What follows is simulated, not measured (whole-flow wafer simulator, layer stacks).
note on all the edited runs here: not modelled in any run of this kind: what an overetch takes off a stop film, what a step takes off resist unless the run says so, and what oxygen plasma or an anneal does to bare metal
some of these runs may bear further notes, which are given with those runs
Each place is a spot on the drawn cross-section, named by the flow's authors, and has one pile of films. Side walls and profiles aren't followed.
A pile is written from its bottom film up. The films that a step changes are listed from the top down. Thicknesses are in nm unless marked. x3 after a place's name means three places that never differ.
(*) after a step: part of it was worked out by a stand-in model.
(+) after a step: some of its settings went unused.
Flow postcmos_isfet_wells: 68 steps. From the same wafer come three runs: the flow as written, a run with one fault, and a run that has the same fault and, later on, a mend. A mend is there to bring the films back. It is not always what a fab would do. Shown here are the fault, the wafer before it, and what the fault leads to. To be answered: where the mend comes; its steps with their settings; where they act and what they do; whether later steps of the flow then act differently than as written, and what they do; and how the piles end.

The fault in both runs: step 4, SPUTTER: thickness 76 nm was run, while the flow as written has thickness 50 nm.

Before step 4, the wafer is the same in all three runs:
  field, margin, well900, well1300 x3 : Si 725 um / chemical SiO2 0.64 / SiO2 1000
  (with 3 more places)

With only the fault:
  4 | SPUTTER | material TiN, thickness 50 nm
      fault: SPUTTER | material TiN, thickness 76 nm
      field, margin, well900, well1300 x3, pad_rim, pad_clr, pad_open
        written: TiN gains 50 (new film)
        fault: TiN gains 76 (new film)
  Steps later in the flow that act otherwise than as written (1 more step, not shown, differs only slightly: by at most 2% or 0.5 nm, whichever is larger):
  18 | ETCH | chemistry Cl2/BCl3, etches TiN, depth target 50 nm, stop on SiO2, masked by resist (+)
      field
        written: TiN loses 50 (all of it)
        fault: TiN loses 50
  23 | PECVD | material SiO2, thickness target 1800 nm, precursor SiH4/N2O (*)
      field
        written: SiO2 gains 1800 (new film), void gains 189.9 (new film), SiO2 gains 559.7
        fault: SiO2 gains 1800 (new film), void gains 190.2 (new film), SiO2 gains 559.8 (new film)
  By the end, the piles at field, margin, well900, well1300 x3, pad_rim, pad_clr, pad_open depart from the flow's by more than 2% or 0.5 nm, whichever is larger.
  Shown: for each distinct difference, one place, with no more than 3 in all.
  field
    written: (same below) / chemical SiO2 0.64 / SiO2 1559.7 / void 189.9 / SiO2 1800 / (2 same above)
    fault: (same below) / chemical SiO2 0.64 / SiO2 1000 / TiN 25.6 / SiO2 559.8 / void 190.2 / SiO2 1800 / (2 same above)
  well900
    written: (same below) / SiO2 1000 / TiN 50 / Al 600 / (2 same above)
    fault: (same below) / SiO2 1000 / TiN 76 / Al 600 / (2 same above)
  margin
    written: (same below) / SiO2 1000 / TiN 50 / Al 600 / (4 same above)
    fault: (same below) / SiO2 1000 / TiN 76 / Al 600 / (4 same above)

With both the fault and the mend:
  After step 4 comes the mend.
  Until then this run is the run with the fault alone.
  4a | ETCH | chemistry peroxide tin strip, depth target 87.4 nm
      field, margin, well900, well1300 x3, pad_rim, pad_clr, pad_open
        TiN loses 76 (all of it)
  4b | SPUTTER | material TiN, thickness 50 nm (the flow's step 4, run once more)
      field, margin, well900, well1300 x3, pad_rim, pad_clr, pad_open
        TiN gains 50 (new film)
  None of the later steps of the flow acts differently than as written at any place that is followed.
  The piles end the same as the flow's at every place that both follow.
